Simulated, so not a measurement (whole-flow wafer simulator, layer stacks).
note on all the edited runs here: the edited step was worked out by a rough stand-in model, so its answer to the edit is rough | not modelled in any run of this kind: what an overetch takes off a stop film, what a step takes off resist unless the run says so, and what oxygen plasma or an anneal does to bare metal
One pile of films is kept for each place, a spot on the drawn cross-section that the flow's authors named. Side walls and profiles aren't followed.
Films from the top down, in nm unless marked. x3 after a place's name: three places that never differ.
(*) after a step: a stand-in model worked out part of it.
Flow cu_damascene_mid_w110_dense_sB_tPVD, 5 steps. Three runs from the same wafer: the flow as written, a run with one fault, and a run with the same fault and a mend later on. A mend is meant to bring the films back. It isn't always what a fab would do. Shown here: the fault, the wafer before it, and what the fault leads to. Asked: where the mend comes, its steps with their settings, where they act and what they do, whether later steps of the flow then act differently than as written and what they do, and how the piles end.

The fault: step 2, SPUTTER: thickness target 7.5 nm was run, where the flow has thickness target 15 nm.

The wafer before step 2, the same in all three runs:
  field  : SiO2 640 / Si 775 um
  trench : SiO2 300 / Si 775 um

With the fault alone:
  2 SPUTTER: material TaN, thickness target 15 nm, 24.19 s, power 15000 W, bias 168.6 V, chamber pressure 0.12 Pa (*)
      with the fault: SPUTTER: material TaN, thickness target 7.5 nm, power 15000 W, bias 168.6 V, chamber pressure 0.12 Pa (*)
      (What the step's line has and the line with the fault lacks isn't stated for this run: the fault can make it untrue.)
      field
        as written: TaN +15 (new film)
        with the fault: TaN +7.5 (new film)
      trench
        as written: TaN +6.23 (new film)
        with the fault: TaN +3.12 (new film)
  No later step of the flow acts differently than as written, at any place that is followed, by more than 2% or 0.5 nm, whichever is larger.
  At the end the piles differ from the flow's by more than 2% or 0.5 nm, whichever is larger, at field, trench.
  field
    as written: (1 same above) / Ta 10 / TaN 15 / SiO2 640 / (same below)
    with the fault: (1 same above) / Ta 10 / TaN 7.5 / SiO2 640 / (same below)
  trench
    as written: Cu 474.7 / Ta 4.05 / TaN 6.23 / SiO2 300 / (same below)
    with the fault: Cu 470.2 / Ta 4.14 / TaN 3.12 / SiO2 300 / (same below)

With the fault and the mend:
  The mend comes after step 2.
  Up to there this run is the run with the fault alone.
  2a SPUTTER: material TaN, thickness target 7.5 nm, power 15000 W, bias 168.6 V, chamber pressure 0.12 Pa (*) (the flow's step 2 once more, with other settings)
      field
        TaN +7.5
      trench
        TaN +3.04
  No later step of the flow acts differently than as written, at any place that is followed, by more than 2% or 0.5 nm, whichever is larger.
  At the end the piles differ from the flow's only slightly at the places that both follow, by at most 2% or 0.5 nm, whichever is larger.
